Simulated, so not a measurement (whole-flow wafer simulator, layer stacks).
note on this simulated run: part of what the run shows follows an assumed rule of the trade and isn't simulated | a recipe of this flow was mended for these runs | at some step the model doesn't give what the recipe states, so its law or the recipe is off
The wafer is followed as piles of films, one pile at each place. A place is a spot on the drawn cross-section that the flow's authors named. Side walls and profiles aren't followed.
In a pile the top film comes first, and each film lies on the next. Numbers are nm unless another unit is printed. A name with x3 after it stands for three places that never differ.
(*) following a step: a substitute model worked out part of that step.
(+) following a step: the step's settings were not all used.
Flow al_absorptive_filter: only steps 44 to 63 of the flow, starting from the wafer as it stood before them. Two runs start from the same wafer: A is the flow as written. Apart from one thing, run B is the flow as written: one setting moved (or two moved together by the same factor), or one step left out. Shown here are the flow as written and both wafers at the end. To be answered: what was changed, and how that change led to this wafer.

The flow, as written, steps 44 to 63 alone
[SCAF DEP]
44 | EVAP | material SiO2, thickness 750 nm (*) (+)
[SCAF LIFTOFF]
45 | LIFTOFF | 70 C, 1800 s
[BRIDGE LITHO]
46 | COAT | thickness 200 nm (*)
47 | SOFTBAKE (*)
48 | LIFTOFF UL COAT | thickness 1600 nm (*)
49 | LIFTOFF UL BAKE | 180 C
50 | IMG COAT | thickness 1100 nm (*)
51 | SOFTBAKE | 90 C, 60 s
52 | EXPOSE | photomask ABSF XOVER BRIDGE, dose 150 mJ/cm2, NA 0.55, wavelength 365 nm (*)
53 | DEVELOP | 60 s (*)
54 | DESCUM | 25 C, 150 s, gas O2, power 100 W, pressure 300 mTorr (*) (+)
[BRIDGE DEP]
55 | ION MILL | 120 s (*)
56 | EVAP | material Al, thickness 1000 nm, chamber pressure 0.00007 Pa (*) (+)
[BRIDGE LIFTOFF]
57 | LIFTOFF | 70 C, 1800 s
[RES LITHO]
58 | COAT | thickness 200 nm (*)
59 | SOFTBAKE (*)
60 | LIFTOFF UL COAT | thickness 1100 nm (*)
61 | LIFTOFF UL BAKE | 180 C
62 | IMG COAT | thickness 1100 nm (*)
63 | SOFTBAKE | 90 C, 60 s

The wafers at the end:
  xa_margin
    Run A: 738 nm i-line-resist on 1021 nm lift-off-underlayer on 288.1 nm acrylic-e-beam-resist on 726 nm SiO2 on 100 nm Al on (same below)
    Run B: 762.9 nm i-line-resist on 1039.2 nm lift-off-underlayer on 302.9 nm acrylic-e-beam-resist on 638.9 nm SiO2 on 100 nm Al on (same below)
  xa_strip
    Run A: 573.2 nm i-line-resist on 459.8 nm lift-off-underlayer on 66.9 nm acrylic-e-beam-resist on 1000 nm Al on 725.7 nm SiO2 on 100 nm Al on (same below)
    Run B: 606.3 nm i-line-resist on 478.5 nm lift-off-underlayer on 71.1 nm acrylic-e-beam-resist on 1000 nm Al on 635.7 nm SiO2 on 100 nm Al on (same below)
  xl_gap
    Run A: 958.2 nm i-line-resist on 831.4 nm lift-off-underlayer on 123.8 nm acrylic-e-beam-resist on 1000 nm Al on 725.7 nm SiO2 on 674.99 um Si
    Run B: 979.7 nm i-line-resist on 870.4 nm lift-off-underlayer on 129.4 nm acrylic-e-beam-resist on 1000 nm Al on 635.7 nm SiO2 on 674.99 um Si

The reason: step 44, EVAP: thickness 660 nm was run, while the flow as written has thickness 750 nm.

How this came from the change, step by step:
  44 | EVAP | material SiO2, thickness 750 nm (*) (+)
      gnd, pad_far, pad_near and 10 more: A +750 SiO2 (new film) | B +660 SiO2 (new film)
      xa_margin: A +726 SiO2 (new film) | B +638.9 SiO2 (new film)
  45 | LIFTOFF | 70 C, 1800 s
      gnd, xa_field, xl_land, idc_field: A -750 SiO2 (all of it), -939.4 i-line-resist (all of it), -1100 lift-off-underlayer (all of it), -200 acrylic-e-beam-resist (all of it) | B -660 SiO2 (all of it), -939.4 i-line-resist (all of it), -1100 lift-off-underlayer (all of it), -200 acrylic-e-beam-resist (all of it)
      pad_far: A -750 SiO2 (all of it), -937 i-line-resist (all of it), -1092.7 lift-off-underlayer (all of it), -198.5 acrylic-e-beam-resist (all of it) | B -660 SiO2 (all of it), -937 i-line-resist (all of it), -1092.7 lift-off-underlayer (all of it), -198.5 acrylic-e-beam-resist (all of it)
      (also at 5 further places)
  46 | COAT | thickness 200 nm (*)
      xa_margin: A +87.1 acrylic-e-beam-resist (new film) | B +90.1 acrylic-e-beam-resist (new film)
      xa_strip: A +156.7 acrylic-e-beam-resist (new film) | B +164 acrylic-e-beam-resist (new film)
      (also at 2 further places)
  48 | LIFTOFF UL COAT | thickness 1600 nm (*)
      xa_margin: A +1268 lift-off-underlayer (new film) | B +1313 lift-off-underlayer (new film)
      xa_strip: A +1219 lift-off-underlayer (new film) | B +1256.5 lift-off-underlayer (new film)
      (also at 2 further places)
  50 | IMG COAT | thickness 1100 nm (*)
      xa_strip: A +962 i-line-resist (new film) | B +981.9 i-line-resist (new film)
  53 | DEVELOP | 60 s (*)
      xa_strip: A -960.1 i-line-resist (all of it), -1219 lift-off-underlayer (all of it) | B -980.2 i-line-resist (all of it), -1256.5 lift-off-underlayer (all of it)
      xl_gap: A -1001.2 i-line-resist (all of it), -1316.9 lift-off-underlayer (all of it) | B -1016.5 i-line-resist (all of it), -1361.1 lift-off-underlayer (all of it)
      (also at 1 further place)
  54 | DESCUM | 25 C, 150 s, gas O2, power 100 W, pressure 300 mTorr (*) (+)
      xa_strip: A -156.7 acrylic-e-beam-resist (all of it) | B -164 acrylic-e-beam-resist (all of it)
      xl_gap: A -97.9 acrylic-e-beam-resist (all of it) | B -105.4 acrylic-e-beam-resist (all of it)
      (also at 1 further place)
  57 | LIFTOFF | 70 C, 1800 s
      xa_margin: A -1000 Al (all of it), -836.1 i-line-resist (all of it), -1268 lift-off-underlayer (all of it), -87.1 acrylic-e-beam-resist (all of it) | B -1000 Al (all of it), -852.8 i-line-resist (all of it), -1313 lift-off-underlayer (all of it), -90.1 acrylic-e-beam-resist (all of it)
  58 | COAT | thickness 200 nm (*)
      xa_margin: A +288.1 acrylic-e-beam-resist (new film) | B +302.9 acrylic-e-beam-resist (new film)
      xa_strip: A +66.9 acrylic-e-beam-resist (new film) | B +71.1 acrylic-e-beam-resist (new film)
      (also at 2 further places)
  60 | LIFTOFF UL COAT | thickness 1100 nm (*)
      xa_strip: A +459.8 lift-off-underlayer (new film) | B +478.5 lift-off-underlayer (new film)
      xl_gap: A +831.4 lift-off-underlayer (new film) | B +870.4 lift-off-underlayer (new film)
      (also at 1 further place)
  62 | IMG COAT | thickness 1100 nm (*)
      xa_margin: A +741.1 i-line-resist (new film) | B +765.8 i-line-resist (new film)
      xa_strip: A +577.9 i-line-resist (new film) | B +611 i-line-resist (new film)
      (also at 2 further places)
